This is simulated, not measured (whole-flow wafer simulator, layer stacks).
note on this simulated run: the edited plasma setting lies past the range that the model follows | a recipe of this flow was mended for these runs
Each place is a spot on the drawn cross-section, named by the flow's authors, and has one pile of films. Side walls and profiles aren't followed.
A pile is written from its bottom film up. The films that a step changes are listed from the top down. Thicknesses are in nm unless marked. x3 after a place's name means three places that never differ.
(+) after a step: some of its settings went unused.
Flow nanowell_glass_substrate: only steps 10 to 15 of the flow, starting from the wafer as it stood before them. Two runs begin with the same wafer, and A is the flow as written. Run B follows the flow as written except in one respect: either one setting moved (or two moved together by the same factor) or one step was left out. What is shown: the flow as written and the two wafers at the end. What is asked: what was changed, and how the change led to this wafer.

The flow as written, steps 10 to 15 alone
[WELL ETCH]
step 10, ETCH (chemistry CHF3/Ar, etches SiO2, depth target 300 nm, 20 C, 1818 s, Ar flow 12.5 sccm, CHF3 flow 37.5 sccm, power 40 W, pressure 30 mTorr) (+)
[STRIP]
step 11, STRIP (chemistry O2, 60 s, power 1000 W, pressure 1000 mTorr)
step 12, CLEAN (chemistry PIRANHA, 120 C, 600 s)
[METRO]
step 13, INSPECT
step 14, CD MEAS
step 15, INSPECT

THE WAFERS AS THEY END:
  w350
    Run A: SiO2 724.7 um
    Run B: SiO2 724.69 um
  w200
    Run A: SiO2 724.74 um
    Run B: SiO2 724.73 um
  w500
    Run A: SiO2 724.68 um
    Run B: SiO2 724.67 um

Cause: step 10, ETCH: Ar flow 6.875 sccm was run, whereas the flow has Ar flow 12.5 sccm.

The path from the change to this, step by step:
  step 10, ETCH (chemistry CHF3/Ar, etches SiO2, depth target 300 nm, 20 C, 1818 s, Ar flow 12.5 sccm, CHF3 flow 37.5 sccm, power 40 W, pressure 30 mTorr) (+)
      land: A UV-NIL-ACRYLATE loses 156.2 | B UV-NIL-ACRYLATE loses 152.9
      w350: A SiO2 loses 300 | B SiO2 loses 310.3
      (also at 3 further places)
  step 11, STRIP (chemistry O2, 60 s, power 1000 W, pressure 1000 mTorr)
      land: A UV-NIL-ACRYLATE loses 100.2 (all of it) | B UV-NIL-ACRYLATE loses 103.4 (all of it)
